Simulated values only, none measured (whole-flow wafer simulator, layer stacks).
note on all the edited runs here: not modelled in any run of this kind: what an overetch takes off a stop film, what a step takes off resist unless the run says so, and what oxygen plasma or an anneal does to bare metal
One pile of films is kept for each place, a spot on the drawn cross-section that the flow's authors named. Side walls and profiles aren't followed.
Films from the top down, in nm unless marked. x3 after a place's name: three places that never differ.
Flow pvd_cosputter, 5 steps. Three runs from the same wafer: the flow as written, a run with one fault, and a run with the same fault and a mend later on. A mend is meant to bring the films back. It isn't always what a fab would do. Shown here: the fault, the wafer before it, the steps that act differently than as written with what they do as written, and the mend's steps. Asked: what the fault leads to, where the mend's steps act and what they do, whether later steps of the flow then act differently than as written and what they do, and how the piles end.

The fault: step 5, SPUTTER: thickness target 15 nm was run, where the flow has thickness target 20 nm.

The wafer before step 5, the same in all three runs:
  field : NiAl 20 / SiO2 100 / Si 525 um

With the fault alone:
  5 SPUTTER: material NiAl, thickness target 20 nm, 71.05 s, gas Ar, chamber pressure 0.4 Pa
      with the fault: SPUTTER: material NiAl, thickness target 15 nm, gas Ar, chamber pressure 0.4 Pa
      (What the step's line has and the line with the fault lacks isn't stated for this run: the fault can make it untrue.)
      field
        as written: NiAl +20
        with the fault: NiAl +15
  No later step of the flow acts differently than as written at any place that is followed.
  At the end the piles differ from the flow's by more than 2% or 0.5 nm, whichever is larger, at field.
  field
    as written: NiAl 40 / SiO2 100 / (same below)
    with the fault: NiAl 35 / SiO2 100 / (same below)

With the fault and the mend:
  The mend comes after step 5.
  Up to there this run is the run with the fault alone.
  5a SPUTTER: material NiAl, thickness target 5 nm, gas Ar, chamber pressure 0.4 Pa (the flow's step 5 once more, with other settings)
      field
        NiAl +5
  No later step of the flow acts differently than as written at any place that is followed.
  At the end the piles are the same as the flow's at every place that both follow.
